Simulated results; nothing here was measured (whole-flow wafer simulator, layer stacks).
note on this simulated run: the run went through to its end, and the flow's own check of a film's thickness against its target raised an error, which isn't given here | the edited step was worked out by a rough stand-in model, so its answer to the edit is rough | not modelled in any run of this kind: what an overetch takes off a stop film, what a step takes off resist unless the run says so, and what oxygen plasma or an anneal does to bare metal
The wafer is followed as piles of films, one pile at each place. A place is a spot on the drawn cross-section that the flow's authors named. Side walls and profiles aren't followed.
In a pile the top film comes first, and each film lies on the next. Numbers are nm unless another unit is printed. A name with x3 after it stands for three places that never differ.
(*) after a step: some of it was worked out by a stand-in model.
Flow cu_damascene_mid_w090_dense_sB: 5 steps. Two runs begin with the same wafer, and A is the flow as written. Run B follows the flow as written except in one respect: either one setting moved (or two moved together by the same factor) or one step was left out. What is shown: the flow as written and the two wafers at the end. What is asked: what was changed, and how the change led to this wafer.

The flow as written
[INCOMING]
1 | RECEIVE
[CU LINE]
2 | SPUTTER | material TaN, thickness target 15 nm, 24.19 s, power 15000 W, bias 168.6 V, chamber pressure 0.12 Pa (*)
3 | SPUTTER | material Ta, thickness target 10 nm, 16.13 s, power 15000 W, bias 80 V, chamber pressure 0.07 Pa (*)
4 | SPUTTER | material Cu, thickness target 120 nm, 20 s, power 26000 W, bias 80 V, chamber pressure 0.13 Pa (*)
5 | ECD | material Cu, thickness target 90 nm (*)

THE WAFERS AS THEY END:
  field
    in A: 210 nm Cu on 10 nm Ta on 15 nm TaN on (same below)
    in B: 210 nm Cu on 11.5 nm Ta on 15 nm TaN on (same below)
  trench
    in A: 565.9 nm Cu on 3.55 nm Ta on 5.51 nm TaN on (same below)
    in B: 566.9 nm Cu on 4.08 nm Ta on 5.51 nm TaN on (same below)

The reason: step 3, SPUTTER: thickness target 11.5 nm was run, though the flow has thickness target 10 nm; step 3, SPUTTER: 18.55 s was run, where the flow has 16.13 s.
The wafer lets one read it off: field has Ta 11.5, and step 3 as written asks for 10 nm.

How this came from the change, step by step:
  3 | SPUTTER | material Ta, thickness target 10 nm, 16.13 s, power 15000 W, bias 80 V, chamber pressure 0.07 Pa (*)
      field: A Ta gains 10 (new film) | B Ta gains 11.5 (new film)
      trench: A Ta gains 3.55 (new film) | B Ta gains 4.08 (new film)
